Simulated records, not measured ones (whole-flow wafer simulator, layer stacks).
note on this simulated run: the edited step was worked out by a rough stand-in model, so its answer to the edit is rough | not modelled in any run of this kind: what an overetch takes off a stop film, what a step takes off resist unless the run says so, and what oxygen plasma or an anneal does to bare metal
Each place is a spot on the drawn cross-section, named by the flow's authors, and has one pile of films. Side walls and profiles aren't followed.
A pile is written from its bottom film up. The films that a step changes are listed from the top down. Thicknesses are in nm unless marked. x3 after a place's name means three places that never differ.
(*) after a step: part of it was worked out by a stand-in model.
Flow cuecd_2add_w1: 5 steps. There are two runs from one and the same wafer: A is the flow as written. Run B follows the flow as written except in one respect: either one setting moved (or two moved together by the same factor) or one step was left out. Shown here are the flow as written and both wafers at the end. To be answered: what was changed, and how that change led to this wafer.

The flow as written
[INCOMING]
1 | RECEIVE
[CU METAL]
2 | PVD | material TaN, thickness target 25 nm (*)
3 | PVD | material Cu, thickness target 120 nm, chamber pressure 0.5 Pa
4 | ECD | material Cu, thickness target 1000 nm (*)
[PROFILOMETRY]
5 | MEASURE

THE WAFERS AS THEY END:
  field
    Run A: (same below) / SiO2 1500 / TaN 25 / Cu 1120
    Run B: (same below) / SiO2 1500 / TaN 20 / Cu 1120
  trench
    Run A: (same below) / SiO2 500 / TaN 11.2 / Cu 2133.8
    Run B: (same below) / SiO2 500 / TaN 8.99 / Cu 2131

Cause: step 2, PVD: thickness target 20 nm was run, whereas the flow has thickness target 25 nm.
The wafer itself shows it: field has TaN 20, and step 2 as written asks for 25 nm.

How this came from the change, step by step:
  2 | PVD | material TaN, thickness target 25 nm (*)
      field: A +25 TaN (new film) | B +20 TaN (new film)
      trench: A +11.2 TaN (new film) | B +8.99 TaN (new film)
